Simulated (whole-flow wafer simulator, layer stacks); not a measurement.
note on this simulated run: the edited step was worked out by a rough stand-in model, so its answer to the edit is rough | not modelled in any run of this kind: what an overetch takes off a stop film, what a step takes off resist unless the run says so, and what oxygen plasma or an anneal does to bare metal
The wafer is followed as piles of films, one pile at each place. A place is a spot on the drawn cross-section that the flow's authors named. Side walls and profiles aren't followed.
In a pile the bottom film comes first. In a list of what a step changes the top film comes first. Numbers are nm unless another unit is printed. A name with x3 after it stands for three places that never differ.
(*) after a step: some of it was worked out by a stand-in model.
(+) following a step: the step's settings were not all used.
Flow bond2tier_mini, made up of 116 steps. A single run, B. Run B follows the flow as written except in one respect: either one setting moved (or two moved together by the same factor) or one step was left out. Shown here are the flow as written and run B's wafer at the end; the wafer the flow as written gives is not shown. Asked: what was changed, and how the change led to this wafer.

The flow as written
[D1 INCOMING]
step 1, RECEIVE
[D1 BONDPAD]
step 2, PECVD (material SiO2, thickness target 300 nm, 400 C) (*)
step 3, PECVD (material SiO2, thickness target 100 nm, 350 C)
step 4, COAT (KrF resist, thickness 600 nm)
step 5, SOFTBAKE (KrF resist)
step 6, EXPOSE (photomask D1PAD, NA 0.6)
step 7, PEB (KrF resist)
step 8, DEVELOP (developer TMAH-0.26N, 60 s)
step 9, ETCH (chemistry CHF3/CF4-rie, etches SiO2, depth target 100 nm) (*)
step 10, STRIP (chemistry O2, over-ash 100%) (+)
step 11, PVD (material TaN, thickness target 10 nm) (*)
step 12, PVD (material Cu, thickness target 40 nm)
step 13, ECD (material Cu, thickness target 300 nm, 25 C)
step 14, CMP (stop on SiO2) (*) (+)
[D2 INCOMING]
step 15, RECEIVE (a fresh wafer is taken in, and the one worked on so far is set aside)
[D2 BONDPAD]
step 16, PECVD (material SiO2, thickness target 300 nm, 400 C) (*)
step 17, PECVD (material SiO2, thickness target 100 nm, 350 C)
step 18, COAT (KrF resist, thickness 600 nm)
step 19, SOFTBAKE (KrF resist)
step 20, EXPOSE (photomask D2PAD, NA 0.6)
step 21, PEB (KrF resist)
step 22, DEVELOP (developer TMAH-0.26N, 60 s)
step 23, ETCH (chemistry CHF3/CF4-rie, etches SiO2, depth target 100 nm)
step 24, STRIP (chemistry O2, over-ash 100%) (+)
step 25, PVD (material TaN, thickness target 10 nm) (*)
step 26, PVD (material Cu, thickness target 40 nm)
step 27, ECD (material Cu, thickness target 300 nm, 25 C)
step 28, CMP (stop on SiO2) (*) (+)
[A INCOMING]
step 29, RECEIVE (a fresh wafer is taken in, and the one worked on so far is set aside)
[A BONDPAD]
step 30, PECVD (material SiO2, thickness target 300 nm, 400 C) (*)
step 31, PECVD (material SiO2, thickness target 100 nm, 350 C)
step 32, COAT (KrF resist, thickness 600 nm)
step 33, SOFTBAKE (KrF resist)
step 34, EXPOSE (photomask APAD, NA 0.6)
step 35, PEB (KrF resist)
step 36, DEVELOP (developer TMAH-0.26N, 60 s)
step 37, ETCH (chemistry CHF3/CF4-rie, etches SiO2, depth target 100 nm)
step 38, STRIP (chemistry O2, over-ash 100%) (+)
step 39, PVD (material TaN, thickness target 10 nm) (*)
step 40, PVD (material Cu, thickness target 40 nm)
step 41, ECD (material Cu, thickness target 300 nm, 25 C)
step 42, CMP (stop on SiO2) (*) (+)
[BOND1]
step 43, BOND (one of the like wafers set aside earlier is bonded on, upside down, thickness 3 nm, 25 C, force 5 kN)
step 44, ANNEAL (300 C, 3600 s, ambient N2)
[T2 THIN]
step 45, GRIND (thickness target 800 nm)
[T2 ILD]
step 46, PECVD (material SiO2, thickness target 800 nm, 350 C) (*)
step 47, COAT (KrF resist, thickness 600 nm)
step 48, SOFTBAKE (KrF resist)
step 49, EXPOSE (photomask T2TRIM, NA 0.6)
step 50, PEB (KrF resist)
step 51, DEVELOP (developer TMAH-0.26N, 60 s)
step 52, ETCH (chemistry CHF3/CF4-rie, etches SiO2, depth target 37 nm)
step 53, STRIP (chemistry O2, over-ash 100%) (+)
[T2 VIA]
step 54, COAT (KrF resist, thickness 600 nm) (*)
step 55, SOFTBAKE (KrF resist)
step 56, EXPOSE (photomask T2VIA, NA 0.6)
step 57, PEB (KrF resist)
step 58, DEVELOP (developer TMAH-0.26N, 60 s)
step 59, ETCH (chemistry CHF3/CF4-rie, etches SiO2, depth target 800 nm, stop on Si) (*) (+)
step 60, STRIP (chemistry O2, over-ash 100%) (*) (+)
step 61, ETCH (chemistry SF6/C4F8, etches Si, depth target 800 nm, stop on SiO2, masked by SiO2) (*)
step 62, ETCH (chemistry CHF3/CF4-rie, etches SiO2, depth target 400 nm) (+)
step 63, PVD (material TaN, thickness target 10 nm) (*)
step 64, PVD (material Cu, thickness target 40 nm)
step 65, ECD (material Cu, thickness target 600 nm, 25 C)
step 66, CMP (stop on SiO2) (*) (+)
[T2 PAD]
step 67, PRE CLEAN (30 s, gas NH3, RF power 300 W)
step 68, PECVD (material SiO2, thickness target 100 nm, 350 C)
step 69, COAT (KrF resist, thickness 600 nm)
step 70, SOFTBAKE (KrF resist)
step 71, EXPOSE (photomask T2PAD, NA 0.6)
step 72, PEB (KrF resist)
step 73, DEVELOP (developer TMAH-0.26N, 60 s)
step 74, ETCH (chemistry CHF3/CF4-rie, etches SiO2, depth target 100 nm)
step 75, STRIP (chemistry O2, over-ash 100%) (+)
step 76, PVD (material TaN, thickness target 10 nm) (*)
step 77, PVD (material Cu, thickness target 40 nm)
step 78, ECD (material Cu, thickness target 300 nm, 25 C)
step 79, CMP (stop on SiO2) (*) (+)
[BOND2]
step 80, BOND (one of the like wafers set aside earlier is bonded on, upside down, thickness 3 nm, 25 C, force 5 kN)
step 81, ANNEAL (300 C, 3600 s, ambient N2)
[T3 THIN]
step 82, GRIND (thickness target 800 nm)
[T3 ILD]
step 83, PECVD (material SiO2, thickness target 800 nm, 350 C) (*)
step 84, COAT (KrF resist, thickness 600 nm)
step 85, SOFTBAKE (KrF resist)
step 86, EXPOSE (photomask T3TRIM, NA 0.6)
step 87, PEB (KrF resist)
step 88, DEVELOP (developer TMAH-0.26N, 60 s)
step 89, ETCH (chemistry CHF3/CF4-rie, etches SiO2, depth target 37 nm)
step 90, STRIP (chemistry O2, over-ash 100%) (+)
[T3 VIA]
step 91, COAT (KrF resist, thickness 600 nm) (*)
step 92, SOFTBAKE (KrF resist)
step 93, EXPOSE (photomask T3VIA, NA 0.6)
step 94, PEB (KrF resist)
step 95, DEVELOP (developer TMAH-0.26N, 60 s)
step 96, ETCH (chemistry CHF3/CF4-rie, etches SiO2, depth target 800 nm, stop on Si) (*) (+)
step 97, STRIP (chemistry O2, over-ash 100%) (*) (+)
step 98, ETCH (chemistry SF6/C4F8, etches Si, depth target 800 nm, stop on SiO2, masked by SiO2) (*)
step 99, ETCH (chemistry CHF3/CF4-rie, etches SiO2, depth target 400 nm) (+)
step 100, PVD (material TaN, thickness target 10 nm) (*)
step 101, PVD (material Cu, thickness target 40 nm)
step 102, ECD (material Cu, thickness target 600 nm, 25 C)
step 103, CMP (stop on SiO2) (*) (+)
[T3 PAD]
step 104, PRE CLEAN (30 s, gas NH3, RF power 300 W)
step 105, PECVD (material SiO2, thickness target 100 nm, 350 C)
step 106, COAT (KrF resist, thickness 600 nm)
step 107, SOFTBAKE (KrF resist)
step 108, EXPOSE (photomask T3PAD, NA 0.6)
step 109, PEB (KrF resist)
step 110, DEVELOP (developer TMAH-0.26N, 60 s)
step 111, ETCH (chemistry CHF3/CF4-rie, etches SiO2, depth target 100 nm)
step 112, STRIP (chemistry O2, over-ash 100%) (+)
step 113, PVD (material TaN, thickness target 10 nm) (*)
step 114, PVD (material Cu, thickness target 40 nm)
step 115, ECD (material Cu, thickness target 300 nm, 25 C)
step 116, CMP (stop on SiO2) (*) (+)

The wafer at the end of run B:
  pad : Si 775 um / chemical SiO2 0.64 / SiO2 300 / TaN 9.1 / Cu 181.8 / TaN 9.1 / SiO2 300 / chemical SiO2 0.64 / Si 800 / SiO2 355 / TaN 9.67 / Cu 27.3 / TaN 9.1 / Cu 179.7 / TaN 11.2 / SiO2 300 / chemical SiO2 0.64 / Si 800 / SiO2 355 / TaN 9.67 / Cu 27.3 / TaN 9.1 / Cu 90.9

What caused this: step 25, PVD: thickness target 12.3 nm was run, while the flow as written has thickness target 10 nm.

How this came from the change, step by step:
  step 25, PVD (material TaN, thickness target 10 nm) (*)
      field: +12.3 TaN (new film) (it would be, as written: +10 TaN (new film))
      pad: +11.2 TaN (new film) (it would be, as written: +9.1 TaN (new film))
      (also at 1 further place)
  step 28, CMP (stop on SiO2) (*) (+)
      field: -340 Cu (all of it), -12.3 TaN (all of it) (it would be, as written: -340 Cu (all of it), -10 TaN (all of it))
  step 80, BOND (one of the like wafers set aside earlier is bonded on, upside down, thickness 3 nm, 25 C, force 5 kN)
      pad: +775 um Si (new film), +0.64 chemical SiO2 (new film), +300 SiO2 (new film), +11.2 TaN (new film), +88.8 Cu (it would be, as written: +775 um Si (new film), +0.64 chemical SiO2 (new film), +300 SiO2 (new film), +9.1 TaN (new film), +90.9 Cu)
